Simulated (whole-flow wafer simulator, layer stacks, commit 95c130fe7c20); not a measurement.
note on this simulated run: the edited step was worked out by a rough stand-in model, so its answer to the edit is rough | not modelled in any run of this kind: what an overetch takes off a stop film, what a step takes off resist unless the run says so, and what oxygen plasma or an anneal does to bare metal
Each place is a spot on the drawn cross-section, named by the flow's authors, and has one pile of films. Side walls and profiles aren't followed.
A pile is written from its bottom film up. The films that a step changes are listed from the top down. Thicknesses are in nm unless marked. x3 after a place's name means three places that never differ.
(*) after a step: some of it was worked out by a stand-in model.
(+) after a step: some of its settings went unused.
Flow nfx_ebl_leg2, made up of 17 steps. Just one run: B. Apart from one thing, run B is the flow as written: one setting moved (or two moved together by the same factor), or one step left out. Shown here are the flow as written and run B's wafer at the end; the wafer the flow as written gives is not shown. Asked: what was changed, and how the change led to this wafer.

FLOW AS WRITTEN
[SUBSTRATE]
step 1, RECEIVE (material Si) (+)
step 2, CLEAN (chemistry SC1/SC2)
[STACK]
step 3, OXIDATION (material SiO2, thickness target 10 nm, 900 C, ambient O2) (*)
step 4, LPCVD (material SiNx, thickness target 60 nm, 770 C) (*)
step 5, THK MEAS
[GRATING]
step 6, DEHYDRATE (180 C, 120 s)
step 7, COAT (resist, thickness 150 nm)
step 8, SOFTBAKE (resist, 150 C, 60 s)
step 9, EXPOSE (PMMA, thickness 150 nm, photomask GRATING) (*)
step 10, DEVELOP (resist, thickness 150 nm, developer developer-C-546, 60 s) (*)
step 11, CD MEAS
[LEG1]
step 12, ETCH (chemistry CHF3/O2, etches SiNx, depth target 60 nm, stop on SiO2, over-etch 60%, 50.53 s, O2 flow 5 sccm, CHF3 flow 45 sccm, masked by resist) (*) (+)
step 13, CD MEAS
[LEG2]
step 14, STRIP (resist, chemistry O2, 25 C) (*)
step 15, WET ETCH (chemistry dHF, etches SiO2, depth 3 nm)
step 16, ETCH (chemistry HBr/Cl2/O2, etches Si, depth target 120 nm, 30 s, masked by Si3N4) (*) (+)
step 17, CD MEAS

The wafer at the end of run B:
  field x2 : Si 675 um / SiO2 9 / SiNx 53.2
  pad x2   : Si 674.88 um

What caused this: step 3, OXIDATION: thickness target 9 nm was run, though the flow has thickness target 10 nm.
One can read it off the wafer: field x2 has SiO2 9, and step 3 as written asks for 10 nm.

How this came from the change, step by step:
  step 3, OXIDATION (material SiO2, thickness target 10 nm, 900 C, ambient O2) (*)
      field x2, pad x2: SiO2 gains 9 (new film), chemical SiO2 loses 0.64 (all of it), Si loses 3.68 (it would be, as written: SiO2 gains 10 (new film), chemical SiO2 loses 0.64 (all of it), Si loses 4.12)
  step 12, ETCH (chemistry CHF3/O2, etches SiNx, depth target 60 nm, stop on SiO2, over-etch 60%, 50.53 s, O2 flow 5 sccm, CHF3 flow 45 sccm, masked by resist) (*) (+)
      pad x2: SiNx loses 60 (all of it), SiO2 loses 9 (all of it) (it would be, as written: SiNx loses 60 (all of it), SiO2 loses 10 (all of it))
